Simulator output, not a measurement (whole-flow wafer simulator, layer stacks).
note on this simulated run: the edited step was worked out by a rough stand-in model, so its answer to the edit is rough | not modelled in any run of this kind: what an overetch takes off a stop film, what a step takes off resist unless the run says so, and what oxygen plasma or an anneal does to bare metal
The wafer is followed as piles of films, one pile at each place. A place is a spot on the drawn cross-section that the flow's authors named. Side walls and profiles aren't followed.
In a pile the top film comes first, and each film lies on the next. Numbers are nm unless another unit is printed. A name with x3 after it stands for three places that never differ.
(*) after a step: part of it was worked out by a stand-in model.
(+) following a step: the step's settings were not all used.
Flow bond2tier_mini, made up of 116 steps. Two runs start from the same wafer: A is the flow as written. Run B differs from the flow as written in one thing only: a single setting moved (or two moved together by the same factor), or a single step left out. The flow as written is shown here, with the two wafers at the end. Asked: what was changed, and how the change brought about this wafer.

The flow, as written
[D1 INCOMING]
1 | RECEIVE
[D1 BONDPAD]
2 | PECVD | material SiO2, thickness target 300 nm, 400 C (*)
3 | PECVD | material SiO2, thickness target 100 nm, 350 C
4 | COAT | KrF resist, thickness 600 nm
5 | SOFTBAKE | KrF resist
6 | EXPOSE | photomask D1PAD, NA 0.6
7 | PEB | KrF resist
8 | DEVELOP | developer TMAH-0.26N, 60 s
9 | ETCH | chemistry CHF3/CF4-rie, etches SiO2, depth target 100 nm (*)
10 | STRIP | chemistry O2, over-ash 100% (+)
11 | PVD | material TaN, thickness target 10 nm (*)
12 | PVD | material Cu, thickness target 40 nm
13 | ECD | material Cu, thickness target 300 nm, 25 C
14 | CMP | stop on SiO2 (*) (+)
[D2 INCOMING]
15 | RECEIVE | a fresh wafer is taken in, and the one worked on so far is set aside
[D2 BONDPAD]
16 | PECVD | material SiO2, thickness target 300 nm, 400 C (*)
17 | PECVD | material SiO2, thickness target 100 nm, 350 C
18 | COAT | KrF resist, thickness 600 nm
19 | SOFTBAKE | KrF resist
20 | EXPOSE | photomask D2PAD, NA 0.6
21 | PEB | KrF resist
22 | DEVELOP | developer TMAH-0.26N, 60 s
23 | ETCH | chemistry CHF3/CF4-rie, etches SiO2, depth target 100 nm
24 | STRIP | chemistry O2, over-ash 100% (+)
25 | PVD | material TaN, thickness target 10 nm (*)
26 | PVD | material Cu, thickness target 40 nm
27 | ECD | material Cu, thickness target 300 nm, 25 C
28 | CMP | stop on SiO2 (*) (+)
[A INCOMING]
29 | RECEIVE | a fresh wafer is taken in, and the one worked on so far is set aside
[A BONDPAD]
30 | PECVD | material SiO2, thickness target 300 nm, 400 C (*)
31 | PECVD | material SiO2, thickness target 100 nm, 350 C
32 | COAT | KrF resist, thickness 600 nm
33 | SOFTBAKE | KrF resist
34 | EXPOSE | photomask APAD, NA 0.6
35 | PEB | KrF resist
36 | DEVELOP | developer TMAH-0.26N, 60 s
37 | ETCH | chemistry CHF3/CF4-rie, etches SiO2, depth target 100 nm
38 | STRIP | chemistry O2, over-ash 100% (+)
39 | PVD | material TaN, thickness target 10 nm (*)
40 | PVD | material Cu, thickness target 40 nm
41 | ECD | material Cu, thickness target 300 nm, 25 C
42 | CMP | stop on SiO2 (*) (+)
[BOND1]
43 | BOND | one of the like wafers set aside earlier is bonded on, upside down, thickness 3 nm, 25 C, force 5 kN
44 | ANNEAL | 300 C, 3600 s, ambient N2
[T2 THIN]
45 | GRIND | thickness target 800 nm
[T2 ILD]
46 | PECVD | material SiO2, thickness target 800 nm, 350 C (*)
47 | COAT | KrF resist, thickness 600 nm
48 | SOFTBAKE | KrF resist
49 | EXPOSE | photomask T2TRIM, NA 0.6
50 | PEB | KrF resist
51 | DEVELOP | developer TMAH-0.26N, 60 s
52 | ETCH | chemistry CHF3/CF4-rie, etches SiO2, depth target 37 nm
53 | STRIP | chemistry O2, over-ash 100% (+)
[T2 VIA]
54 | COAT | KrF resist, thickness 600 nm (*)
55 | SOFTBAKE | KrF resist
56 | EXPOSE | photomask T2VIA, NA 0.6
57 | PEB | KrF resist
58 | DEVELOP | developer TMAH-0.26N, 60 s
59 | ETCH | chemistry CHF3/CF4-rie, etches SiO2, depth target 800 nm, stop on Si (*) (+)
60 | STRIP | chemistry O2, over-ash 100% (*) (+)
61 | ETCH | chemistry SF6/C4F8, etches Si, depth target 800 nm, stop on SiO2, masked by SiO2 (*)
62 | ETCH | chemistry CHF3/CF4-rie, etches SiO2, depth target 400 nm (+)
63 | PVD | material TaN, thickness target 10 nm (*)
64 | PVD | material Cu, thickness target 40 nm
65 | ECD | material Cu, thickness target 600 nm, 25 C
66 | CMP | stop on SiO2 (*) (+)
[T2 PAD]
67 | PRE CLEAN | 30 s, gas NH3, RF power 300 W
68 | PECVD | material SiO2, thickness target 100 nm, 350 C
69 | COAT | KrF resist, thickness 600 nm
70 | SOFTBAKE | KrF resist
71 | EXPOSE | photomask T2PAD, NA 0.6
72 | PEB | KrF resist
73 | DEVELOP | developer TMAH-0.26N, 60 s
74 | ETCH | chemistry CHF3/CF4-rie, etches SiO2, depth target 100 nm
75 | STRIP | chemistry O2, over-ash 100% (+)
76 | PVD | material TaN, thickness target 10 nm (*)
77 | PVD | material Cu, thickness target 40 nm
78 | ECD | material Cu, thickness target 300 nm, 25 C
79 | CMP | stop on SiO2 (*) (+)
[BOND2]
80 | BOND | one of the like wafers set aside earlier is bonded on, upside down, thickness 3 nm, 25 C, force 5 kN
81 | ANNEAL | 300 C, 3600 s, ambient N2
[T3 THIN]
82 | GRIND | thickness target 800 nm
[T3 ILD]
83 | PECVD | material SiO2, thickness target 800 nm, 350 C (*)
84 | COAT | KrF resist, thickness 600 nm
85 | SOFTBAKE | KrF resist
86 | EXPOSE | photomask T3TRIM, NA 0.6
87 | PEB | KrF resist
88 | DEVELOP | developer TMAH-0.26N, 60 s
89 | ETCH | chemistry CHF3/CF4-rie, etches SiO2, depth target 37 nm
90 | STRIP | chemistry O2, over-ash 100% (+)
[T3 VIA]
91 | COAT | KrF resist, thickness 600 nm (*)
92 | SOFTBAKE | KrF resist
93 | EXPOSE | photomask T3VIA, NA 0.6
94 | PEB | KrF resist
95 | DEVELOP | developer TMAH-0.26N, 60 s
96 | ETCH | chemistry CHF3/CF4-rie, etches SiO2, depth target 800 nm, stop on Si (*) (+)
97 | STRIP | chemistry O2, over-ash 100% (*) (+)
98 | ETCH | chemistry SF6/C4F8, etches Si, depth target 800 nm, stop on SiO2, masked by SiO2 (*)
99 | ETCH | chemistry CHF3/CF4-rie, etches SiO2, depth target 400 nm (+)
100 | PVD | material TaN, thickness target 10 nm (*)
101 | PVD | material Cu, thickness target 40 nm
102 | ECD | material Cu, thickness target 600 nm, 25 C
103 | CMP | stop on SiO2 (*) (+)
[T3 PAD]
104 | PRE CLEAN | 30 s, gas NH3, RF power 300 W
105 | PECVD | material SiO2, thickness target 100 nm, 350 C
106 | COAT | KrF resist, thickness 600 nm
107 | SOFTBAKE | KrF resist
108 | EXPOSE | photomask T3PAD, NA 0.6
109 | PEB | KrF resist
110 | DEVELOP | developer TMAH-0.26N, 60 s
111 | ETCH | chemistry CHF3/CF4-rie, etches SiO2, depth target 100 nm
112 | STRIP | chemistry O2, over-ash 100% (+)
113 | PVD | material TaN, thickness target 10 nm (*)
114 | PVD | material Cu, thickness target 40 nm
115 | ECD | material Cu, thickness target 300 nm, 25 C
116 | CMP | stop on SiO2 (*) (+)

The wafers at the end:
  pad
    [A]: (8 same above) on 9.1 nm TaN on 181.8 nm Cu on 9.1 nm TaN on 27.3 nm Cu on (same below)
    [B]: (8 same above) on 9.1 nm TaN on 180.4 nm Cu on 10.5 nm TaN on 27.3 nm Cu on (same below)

What caused this: step 76, PVD: thickness target 11.5 nm was run, though the flow has thickness target 10 nm.

Step by step, how the change led to this:
  76 | PVD | material TaN, thickness target 10 nm (*)
      field: A TaN gains 10 (new film) | B TaN gains 11.5 (new film)
      pad: A TaN gains 9.1 (new film) | B TaN gains 10.5 (new film)
  79 | CMP | stop on SiO2 (*) (+)
      field: A Cu loses 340 (all of it), TaN loses 10 (all of it) | B Cu loses 340 (all of it), TaN loses 11.5 (all of it)
